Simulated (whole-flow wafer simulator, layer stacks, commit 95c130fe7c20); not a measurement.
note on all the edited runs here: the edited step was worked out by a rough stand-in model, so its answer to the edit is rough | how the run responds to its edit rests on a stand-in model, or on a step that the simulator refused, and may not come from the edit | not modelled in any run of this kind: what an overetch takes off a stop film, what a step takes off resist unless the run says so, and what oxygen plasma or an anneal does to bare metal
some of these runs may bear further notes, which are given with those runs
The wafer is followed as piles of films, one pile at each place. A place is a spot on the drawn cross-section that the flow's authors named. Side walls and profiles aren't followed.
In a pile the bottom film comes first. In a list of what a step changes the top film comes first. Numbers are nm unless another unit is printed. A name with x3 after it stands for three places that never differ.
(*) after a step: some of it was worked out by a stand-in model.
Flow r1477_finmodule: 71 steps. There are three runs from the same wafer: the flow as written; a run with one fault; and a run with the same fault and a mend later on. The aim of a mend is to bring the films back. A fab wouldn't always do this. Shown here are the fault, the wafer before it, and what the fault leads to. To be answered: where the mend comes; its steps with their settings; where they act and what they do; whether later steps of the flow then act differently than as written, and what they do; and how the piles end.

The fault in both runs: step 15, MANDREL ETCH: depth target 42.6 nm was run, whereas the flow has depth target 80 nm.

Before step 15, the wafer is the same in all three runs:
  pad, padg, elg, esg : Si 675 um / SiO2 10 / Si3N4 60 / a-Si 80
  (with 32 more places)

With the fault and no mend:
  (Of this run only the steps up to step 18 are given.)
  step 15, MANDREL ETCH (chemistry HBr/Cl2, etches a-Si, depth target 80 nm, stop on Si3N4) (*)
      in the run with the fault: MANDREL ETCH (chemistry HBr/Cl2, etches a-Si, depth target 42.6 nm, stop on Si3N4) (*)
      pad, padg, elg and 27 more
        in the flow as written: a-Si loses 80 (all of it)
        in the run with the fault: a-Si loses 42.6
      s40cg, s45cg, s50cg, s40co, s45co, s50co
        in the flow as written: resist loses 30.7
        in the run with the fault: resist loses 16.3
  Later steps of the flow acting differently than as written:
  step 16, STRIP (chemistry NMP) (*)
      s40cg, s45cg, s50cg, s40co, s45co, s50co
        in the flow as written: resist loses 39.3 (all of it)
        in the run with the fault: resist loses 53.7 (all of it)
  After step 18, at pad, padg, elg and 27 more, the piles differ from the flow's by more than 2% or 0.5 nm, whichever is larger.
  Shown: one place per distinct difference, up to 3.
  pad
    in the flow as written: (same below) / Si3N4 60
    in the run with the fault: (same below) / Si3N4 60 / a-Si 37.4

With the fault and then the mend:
  The mend stands after step 15.
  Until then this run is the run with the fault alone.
  step 15a, MANDREL ETCH (chemistry HBr/Cl2, etches a-Si, depth target 37.4 nm, stop on Si3N4) (*) (a further turn of the flow's step 15, with different settings)
      pad, padg, elg and 27 more
        a-Si loses 37.4 (all of it)
      s40cg, s45cg, s50cg, s40co, s45co, s50co
        resist loses 14.3
  None of the later steps of the flow acts differently than as written at any place that is followed.
  By the end, the piles equal the flow's at every place that both follow.
